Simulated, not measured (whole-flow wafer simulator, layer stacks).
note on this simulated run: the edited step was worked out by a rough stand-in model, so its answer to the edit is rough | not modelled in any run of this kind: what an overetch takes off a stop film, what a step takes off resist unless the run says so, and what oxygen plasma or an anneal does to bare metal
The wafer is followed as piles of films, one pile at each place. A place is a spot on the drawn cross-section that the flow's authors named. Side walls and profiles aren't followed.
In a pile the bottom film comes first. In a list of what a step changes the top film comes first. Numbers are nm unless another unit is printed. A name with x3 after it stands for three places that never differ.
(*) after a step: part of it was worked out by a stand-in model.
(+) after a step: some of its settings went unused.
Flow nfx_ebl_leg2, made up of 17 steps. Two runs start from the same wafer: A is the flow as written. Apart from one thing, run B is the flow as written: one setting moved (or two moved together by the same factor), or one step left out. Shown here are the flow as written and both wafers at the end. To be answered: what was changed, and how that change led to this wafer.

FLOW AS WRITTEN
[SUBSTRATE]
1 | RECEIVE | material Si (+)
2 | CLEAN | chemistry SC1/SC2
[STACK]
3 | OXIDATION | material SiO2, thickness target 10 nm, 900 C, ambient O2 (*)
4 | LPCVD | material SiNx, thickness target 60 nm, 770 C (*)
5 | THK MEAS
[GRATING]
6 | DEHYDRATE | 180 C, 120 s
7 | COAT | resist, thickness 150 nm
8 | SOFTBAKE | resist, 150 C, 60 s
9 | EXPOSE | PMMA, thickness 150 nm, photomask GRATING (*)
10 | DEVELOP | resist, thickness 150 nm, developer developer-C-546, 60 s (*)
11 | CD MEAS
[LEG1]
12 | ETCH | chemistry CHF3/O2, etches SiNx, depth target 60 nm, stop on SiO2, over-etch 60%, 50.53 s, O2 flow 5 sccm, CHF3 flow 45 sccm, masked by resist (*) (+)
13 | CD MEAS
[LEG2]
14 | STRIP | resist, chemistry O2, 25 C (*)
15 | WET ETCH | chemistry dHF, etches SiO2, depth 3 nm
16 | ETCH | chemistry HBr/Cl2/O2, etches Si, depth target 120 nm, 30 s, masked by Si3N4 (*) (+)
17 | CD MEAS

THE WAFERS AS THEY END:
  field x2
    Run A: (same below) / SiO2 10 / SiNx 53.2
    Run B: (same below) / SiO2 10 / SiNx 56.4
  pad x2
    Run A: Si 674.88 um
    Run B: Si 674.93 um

The reason: step 16, ETCH: depth target 63.7 nm was run, whereas the flow has depth target 120 nm; step 16, ETCH: 15.93 s was run, where the flow has 30 s.

How this came from the change, step by step:
  16 | ETCH | chemistry HBr/Cl2/O2, etches Si, depth target 120 nm, 30 s, masked by Si3N4 (*) (+)
      field x2: A SiNx loses 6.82 | B SiNx loses 3.62
      pad x2: A Si loses 120 | B Si loses 63.7
